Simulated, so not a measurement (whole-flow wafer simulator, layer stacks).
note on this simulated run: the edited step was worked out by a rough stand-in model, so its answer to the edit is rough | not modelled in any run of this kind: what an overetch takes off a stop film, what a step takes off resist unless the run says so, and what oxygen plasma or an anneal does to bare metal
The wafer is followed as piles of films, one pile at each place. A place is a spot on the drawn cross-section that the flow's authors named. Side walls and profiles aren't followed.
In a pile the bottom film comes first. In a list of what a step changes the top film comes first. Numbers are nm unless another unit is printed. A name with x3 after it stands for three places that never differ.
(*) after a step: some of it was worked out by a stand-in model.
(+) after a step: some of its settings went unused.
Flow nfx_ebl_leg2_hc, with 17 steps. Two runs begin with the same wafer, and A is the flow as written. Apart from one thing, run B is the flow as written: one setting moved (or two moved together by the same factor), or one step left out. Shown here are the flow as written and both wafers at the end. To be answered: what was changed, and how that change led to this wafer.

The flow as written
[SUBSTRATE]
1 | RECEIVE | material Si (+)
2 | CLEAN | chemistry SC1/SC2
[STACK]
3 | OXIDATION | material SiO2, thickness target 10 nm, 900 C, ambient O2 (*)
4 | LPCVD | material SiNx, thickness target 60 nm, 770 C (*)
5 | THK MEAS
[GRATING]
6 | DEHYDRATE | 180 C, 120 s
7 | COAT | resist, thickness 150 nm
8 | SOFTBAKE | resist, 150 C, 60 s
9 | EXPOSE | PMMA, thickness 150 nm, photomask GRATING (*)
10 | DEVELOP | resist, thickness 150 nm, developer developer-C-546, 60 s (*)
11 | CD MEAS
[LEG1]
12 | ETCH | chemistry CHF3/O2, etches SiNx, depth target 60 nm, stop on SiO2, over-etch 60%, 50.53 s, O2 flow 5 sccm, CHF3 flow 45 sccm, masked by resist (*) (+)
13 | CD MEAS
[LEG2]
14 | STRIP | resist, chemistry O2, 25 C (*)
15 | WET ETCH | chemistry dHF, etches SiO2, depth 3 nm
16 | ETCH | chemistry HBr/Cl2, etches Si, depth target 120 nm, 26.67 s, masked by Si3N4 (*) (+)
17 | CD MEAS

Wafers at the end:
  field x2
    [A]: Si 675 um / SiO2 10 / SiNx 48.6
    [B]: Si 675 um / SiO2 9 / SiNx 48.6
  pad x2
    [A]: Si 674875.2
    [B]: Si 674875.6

Cause: step 3, OXIDATION: thickness target 9 nm was run, whereas the flow has thickness target 10 nm.
The wafer itself shows it: field x2 has SiO2 9, and step 3 as written asks for 10 nm.

How this came from the change, step by step:
  3 | OXIDATION | material SiO2, thickness target 10 nm, 900 C, ambient O2 (*)
      field x2, pad x2: A +10 SiO2 (new film), -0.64 chemical SiO2 (all of it), -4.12 Si | B +9 SiO2 (new film), -0.64 chemical SiO2 (all of it), -3.68 Si
  12 | ETCH | chemistry CHF3/O2, etches SiNx, depth target 60 nm, stop on SiO2, over-etch 60%, 50.53 s, O2 flow 5 sccm, CHF3 flow 45 sccm, masked by resist (*) (+)
      pad x2: A -60 SiNx (all of it), -10 SiO2 (all of it) | B -60 SiNx (all of it), -9 SiO2 (all of it)
